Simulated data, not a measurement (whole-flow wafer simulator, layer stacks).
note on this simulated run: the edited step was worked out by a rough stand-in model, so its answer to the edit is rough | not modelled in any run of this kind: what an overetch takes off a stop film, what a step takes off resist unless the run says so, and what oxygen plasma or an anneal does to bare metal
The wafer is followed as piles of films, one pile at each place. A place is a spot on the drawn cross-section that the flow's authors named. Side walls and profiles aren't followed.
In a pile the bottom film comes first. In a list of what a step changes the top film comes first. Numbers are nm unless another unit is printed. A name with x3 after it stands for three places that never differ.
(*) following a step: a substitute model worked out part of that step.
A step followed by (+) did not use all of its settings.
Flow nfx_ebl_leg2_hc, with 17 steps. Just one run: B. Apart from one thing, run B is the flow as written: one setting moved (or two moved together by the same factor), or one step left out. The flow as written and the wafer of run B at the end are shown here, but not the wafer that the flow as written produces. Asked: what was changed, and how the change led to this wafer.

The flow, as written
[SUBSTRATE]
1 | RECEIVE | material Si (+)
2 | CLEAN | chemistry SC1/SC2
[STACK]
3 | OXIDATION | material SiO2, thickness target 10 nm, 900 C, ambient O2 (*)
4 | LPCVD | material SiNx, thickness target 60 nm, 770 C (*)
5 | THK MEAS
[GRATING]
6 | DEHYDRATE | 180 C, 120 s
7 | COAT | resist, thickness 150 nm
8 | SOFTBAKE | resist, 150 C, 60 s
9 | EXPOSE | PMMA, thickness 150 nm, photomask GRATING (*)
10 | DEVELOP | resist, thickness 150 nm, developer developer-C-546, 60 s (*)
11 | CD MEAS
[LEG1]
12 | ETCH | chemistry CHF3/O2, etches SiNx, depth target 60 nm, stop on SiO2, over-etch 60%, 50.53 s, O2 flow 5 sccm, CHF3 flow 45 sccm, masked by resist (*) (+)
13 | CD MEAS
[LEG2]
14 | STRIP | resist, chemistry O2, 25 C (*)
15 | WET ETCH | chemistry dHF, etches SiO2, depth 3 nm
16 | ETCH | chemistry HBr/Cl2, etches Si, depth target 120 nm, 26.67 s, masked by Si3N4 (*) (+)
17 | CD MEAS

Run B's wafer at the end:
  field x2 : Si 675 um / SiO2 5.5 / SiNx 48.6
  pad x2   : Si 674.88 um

What caused this: step 3, OXIDATION: thickness target 5.5 nm was run, whereas the flow has thickness target 10 nm.
One can read it off the wafer: field x2 has SiO2 5.5, and step 3 as written asks for 10 nm.

Step by step, how the change led to this:
  3 | OXIDATION | material SiO2, thickness target 10 nm, 900 C, ambient O2 (*)
      field x2, pad x2: SiO2 gains 5.5 (new film), chemical SiO2 loses 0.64 (all of it), Si loses 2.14 (it would be, as written: SiO2 gains 10 (new film), chemical SiO2 loses 0.64 (all of it), Si loses 4.12)
  12 | ETCH | chemistry CHF3/O2, etches SiNx, depth target 60 nm, stop on SiO2, over-etch 60%, 50.53 s, O2 flow 5 sccm, CHF3 flow 45 sccm, masked by resist (*) (+)
      pad x2: SiNx loses 60 (all of it), SiO2 loses 5.5 (all of it) (it would be, as written: SiNx loses 60 (all of it), SiO2 loses 10 (all of it))
